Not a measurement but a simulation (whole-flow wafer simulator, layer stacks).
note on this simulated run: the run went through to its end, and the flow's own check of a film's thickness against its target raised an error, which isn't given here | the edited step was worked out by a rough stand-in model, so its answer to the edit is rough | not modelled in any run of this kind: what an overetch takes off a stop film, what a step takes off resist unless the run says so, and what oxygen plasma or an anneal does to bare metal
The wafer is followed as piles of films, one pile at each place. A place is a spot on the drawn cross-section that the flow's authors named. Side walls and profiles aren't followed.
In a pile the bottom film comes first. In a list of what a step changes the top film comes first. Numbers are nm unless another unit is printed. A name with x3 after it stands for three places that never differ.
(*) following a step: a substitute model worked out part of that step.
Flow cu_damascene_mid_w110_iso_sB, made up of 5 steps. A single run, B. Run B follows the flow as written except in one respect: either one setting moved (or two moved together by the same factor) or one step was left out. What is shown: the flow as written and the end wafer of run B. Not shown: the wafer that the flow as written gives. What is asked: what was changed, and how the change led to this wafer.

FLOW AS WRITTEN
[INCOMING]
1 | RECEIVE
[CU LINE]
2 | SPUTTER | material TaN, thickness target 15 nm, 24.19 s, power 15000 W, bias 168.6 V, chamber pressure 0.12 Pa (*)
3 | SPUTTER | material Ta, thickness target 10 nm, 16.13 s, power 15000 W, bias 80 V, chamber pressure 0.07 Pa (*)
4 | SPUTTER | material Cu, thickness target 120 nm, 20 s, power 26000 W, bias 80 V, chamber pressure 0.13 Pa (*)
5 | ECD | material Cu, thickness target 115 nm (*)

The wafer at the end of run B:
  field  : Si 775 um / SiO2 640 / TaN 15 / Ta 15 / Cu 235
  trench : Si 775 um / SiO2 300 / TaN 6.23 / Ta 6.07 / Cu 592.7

Cause: step 3, SPUTTER: thickness target 15 nm was run, whereas the flow has thickness target 10 nm; step 3, SPUTTER: 24.2 s was run, where the flow has 16.13 s.
One can read it off the wafer: field has Ta 15, and step 3 as written asks for 10 nm.

How this came from the change, step by step:
  3 | SPUTTER | material Ta, thickness target 10 nm, 16.13 s, power 15000 W, bias 80 V, chamber pressure 0.07 Pa (*)
      field: Ta gains 15 (new film) (in the flow as written it would be: Ta gains 10 (new film))
      trench: Ta gains 6.07 (new film) (in the flow as written it would be: Ta gains 4.05 (new film))
